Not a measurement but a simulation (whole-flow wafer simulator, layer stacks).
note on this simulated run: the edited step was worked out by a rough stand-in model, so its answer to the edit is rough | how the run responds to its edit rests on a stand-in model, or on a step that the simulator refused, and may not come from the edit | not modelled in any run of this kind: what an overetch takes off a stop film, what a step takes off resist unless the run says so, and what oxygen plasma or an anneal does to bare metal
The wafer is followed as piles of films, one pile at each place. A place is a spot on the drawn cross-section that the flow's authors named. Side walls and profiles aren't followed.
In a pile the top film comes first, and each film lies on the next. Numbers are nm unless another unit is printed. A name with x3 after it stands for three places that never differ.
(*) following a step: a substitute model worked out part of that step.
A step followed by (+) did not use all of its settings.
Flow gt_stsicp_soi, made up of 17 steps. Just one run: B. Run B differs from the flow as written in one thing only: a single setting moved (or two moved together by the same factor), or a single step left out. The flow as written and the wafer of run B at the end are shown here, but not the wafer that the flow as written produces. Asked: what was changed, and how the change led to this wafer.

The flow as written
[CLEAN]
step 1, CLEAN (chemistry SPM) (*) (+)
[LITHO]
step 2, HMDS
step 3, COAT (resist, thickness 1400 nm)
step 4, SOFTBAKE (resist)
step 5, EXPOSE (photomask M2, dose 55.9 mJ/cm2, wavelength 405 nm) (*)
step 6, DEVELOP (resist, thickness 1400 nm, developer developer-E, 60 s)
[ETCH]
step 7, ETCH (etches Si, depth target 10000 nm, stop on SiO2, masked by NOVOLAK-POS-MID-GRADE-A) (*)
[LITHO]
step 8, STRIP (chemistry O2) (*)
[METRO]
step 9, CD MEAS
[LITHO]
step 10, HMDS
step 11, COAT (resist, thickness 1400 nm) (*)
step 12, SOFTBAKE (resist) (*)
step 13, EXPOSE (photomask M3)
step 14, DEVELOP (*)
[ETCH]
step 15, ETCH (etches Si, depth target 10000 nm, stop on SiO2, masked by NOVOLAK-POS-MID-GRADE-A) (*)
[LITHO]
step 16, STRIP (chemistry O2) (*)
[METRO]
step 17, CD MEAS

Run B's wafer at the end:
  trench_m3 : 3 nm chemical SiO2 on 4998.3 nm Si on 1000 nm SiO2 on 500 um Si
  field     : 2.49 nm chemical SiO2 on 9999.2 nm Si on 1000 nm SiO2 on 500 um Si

What caused this: step 15, ETCH: depth target 5000 nm was run, while the flow as written has depth target 10000 nm.

The path from the change to this, step by step:
  step 15, ETCH (etches Si, depth target 10000 nm, stop on SiO2, masked by NOVOLAK-POS-MID-GRADE-A) (*)
      trench_m3: -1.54 chemical SiO2 (all of it), -5000 Si (it would be, as written: -1.54 chemical SiO2 (all of it), -9999.6 Si (all of it))
      field, trench_m2: -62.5 resist (it would be, as written: -125 resist)
  step 16, STRIP (chemistry O2) (*)
      trench_m3: +3 chemical SiO2 (new film), -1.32 Si (it would be, as written: nothing)
      field: -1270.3 resist (all of it), +0.94 chemical SiO2, -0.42 Si (it would be, as written: -1207.8 resist (all of it), +0.94 chemical SiO2, -0.41 Si)
